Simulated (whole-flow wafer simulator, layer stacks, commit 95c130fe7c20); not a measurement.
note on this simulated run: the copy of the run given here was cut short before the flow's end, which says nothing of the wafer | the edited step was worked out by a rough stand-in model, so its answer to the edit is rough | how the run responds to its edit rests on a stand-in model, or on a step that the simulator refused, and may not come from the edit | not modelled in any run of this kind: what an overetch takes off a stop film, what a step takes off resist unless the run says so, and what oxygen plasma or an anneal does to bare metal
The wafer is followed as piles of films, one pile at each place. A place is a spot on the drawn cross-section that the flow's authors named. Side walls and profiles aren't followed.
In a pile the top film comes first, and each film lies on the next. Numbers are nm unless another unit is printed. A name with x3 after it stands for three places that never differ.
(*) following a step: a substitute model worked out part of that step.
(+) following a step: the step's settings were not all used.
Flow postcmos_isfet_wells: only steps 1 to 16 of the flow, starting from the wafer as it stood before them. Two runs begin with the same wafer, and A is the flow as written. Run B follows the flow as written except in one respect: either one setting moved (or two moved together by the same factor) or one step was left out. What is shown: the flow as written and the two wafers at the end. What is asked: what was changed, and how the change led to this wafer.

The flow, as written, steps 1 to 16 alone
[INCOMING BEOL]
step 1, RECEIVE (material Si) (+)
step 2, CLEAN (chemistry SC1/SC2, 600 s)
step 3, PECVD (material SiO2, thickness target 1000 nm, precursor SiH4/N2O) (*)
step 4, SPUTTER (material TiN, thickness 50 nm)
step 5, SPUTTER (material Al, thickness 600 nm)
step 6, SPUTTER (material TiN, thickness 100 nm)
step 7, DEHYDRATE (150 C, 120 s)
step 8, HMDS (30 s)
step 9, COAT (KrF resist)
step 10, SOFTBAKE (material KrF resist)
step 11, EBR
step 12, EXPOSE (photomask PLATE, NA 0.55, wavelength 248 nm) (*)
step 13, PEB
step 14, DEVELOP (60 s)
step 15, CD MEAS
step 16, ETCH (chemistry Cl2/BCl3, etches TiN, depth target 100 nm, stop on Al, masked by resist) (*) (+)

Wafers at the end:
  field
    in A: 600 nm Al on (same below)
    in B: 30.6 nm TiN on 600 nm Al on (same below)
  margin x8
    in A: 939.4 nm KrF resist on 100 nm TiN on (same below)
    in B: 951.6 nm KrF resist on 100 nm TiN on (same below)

What caused this: step 16, ETCH: depth target 69.4 nm was run, while the flow as written has depth target 100 nm.

The path from the change to this, step by step:
  step 16, ETCH (chemistry Cl2/BCl3, etches TiN, depth target 100 nm, stop on Al, masked by resist) (*) (+)
      field: A -100 TiN (all of it) | B -69.4 TiN
      margin x8: A -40 KrF resist | B -27.8 KrF resist
